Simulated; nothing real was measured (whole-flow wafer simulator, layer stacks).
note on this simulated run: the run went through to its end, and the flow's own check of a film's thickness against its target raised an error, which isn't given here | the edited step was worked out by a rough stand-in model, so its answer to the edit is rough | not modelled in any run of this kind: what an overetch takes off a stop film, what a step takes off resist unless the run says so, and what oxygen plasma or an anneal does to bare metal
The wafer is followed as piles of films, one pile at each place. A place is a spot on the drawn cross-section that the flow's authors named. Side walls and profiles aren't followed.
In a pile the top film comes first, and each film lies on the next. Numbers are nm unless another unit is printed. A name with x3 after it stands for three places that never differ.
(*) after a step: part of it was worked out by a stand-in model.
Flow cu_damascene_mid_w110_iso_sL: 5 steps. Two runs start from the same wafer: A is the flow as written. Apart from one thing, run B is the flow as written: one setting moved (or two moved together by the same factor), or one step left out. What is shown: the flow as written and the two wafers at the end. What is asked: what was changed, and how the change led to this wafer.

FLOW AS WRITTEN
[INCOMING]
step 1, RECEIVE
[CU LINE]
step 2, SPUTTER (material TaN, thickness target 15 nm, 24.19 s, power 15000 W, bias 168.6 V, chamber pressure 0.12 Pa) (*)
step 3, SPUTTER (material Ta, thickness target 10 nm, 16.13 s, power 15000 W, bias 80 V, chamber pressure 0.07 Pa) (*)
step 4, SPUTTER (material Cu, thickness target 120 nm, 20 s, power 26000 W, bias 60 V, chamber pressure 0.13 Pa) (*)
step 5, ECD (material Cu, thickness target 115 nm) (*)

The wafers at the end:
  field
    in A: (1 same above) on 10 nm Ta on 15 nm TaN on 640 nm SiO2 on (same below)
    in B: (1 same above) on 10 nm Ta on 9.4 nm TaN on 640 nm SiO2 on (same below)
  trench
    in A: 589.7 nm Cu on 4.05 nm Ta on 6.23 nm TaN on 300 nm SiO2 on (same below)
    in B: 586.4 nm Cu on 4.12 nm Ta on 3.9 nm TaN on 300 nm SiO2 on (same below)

What caused this: step 2, SPUTTER: thickness target 9.4 nm was run, while the flow as written has thickness target 15 nm; step 2, SPUTTER: 15.12 s was run, where the flow has 24.19 s.
The wafer lets one read it off: field has TaN 9.4, and step 2 as written asks for 15 nm.

How this came from the change, step by step:
  step 2, SPUTTER (material TaN, thickness target 15 nm, 24.19 s, power 15000 W, bias 168.6 V, chamber pressure 0.12 Pa) (*)
      field: A TaN gains 15 (new film) | B TaN gains 9.4 (new film)
      trench: A TaN gains 6.23 (new film) | B TaN gains 3.9 (new film)
